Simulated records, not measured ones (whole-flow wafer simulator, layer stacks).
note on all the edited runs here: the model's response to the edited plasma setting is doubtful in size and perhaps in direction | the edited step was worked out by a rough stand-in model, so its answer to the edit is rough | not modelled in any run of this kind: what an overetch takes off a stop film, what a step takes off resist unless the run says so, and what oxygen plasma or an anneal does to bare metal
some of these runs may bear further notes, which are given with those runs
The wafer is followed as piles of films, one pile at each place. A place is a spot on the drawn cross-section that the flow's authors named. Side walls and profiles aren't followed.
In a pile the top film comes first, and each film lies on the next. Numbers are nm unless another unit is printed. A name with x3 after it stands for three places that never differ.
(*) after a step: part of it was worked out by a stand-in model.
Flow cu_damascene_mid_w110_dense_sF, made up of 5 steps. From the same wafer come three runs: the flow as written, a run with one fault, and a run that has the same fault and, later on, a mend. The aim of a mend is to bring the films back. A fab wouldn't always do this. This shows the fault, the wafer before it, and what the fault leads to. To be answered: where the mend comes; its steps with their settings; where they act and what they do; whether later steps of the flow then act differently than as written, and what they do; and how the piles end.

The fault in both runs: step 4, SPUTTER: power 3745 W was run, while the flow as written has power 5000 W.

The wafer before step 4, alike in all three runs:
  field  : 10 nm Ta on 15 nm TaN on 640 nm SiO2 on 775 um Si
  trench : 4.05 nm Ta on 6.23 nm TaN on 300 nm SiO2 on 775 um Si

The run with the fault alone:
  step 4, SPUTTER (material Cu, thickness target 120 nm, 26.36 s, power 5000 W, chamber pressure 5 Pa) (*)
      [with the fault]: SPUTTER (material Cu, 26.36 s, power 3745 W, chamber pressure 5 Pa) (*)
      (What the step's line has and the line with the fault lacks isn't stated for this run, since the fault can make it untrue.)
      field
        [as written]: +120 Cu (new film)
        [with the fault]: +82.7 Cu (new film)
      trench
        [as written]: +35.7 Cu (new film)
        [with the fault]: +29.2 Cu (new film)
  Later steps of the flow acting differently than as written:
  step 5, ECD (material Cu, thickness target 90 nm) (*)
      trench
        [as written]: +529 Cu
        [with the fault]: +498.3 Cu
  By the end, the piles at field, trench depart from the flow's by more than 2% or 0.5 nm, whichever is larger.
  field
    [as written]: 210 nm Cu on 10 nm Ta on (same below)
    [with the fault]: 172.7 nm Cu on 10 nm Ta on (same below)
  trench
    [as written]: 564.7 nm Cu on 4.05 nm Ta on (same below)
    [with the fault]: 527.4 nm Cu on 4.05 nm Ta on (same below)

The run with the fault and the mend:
  The mend stands after step 4.
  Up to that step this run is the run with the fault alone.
  step 4a, SPUTTER (material Cu, 9.133 s, power 5000 W, chamber pressure 5 Pa) (*) (the flow's step 4, run once more with other settings)
      field
        +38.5 Cu
      trench
        +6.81 Cu
  Every later step of the flow that is run acts as written, at every place that is followed, to within 2% or 0.5 nm, whichever is larger.
  The piles end only slightly different from the flow's at the places that both follow, by no more than 2% or 0.5 nm, whichever is larger.
